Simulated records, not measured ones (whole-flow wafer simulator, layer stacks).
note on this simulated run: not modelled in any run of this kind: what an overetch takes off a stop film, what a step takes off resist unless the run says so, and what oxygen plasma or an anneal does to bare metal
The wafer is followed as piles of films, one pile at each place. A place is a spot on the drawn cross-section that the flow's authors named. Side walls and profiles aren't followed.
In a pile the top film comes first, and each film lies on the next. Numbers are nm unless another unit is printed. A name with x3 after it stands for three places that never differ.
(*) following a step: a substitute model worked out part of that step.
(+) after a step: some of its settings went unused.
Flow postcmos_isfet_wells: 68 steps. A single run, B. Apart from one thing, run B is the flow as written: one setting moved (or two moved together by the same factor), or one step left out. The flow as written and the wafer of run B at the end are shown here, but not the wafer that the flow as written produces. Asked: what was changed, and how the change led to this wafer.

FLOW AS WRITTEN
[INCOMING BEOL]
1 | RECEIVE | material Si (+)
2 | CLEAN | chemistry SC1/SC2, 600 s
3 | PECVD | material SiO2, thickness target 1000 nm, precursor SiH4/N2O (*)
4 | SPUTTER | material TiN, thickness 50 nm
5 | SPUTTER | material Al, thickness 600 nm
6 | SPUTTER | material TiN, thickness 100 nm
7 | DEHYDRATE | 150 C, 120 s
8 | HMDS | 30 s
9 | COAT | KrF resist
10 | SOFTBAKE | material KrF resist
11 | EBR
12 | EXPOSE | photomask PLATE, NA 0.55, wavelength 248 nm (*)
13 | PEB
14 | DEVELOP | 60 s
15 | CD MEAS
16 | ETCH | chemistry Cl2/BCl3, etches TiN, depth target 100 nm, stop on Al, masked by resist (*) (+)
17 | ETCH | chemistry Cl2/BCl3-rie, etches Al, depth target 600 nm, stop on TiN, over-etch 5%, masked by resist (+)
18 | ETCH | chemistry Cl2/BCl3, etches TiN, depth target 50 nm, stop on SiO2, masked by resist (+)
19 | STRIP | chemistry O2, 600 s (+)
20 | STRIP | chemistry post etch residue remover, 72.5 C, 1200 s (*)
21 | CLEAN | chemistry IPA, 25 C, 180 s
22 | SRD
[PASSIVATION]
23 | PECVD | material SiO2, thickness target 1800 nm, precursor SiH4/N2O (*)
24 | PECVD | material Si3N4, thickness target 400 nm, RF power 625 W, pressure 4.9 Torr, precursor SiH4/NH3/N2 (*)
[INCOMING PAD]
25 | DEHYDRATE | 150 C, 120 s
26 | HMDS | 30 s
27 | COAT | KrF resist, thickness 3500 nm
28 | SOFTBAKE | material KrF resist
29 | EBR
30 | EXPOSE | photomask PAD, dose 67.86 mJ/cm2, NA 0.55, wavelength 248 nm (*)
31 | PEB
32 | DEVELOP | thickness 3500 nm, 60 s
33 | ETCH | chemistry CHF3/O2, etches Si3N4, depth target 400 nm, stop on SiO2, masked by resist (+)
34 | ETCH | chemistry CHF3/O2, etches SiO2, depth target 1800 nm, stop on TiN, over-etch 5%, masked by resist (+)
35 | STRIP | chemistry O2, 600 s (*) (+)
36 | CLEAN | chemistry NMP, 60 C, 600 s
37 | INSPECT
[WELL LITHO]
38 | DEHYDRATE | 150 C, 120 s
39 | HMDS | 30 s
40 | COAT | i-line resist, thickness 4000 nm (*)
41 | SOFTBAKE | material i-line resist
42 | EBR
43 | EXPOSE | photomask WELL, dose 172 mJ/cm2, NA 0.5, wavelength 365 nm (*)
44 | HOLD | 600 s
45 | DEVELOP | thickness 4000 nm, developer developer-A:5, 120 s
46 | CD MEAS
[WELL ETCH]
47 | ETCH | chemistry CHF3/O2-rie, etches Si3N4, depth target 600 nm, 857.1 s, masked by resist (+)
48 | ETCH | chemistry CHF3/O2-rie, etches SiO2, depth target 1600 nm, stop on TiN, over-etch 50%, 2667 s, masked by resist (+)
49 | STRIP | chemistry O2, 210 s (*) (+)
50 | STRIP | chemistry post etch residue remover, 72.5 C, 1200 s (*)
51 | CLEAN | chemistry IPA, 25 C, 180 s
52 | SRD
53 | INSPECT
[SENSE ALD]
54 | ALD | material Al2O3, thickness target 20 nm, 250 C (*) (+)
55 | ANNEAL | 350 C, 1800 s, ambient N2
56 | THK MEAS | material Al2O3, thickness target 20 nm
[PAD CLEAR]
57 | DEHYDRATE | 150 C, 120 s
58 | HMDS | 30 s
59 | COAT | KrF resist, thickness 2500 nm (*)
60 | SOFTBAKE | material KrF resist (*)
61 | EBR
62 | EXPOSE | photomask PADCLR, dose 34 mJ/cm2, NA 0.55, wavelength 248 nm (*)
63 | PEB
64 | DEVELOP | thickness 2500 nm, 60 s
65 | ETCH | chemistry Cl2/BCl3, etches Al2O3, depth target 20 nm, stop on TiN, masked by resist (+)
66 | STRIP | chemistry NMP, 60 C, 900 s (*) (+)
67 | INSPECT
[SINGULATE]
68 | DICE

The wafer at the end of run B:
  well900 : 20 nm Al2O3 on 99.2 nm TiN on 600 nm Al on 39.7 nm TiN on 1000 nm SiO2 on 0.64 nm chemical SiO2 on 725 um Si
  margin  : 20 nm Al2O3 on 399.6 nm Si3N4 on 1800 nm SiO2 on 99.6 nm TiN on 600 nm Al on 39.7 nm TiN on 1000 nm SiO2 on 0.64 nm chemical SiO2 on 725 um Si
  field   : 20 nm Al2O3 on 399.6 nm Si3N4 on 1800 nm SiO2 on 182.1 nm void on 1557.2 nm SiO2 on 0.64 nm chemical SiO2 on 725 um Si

The reason: step 4, SPUTTER: thickness 39.7 nm was run, while the flow as written has thickness 50 nm.
One can read it off the wafer: well900 has TiN 39.7, and step 4 as written asks for 50 nm.

How this came from the change, step by step:
  4 | SPUTTER | material TiN, thickness 50 nm
      field, margin, well900 and 6 more: +39.7 TiN (new film) (in the flow as written it would be: +50 TiN (new film))
  18 | ETCH | chemistry Cl2/BCl3, etches TiN, depth target 50 nm, stop on SiO2, masked by resist (+)
      field: -39.7 TiN (all of it) (in the flow as written it would be: -50 TiN (all of it))
  23 | PECVD | material SiO2, thickness target 1800 nm, precursor SiH4/N2O (*)
      field: +1800 SiO2 (new film), +182.1 void (new film), +557.2 SiO2 (in the flow as written it would be: +1800 SiO2 (new film), +189.9 void (new film), +559.7 SiO2)
